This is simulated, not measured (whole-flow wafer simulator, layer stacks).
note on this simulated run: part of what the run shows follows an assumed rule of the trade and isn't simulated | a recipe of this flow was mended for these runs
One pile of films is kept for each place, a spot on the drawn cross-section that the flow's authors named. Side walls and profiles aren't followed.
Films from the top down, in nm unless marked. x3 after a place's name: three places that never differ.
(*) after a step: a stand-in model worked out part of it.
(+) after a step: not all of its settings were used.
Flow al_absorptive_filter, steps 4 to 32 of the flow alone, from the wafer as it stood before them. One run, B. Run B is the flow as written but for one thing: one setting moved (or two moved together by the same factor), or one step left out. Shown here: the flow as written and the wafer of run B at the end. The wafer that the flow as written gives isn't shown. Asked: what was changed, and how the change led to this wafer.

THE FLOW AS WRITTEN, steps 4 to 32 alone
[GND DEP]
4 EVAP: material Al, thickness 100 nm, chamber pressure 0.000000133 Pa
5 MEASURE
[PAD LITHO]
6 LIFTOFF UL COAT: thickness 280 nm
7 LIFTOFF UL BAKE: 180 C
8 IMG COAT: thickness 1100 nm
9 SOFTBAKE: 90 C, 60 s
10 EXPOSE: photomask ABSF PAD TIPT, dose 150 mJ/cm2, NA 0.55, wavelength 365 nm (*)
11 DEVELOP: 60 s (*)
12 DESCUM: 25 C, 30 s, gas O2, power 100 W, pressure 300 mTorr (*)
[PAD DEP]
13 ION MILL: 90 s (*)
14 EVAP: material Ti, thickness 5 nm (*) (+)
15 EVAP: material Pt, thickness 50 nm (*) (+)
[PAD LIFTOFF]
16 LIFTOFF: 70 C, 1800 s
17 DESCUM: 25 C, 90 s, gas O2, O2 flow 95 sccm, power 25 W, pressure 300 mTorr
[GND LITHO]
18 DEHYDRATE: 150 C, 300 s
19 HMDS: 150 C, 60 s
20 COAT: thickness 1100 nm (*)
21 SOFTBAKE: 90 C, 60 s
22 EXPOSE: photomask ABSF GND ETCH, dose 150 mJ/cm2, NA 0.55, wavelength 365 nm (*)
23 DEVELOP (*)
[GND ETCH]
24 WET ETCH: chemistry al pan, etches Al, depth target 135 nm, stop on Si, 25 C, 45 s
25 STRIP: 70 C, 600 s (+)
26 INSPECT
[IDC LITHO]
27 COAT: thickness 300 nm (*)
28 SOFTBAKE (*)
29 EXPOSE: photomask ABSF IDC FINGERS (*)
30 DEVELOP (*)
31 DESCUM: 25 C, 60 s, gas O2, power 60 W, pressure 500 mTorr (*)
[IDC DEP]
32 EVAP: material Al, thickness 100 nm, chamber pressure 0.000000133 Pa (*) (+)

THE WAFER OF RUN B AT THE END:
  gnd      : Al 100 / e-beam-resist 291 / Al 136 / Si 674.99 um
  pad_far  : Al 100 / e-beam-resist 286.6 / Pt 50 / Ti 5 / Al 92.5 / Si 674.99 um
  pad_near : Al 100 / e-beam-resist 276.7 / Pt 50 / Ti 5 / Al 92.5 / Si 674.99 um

The cause: step 4, EVAP: thickness 136 nm was run, where the flow has thickness 100 nm.
It can be read off the wafer: gnd has Al 136, and step 4 as written asks for 100 nm.

How the change led to this, step by step:
  4 EVAP: material Al, thickness 100 nm, chamber pressure 0.000000133 Pa
      gnd, pad_far, pad_near and 11 more: Al +136 (new film) (as written it would be: Al +100 (new film))
  24 WET ETCH: chemistry al pan, etches Al, depth target 135 nm, stop on Si, 25 C, 45 s
      res, xl_gap, idc_field x2, idc_line: Al -122.7 (all of it) (as written it would be: Al -86.7 (all of it))
  27 COAT: thickness 300 nm (*)
      ledge: e-beam-resist +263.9 (new film) (as written it would be: e-beam-resist +274.4 (new film))
      res: e-beam-resist +366.3 (new film) (as written it would be: e-beam-resist +349.6 (new film))
      (and at 1 more place)
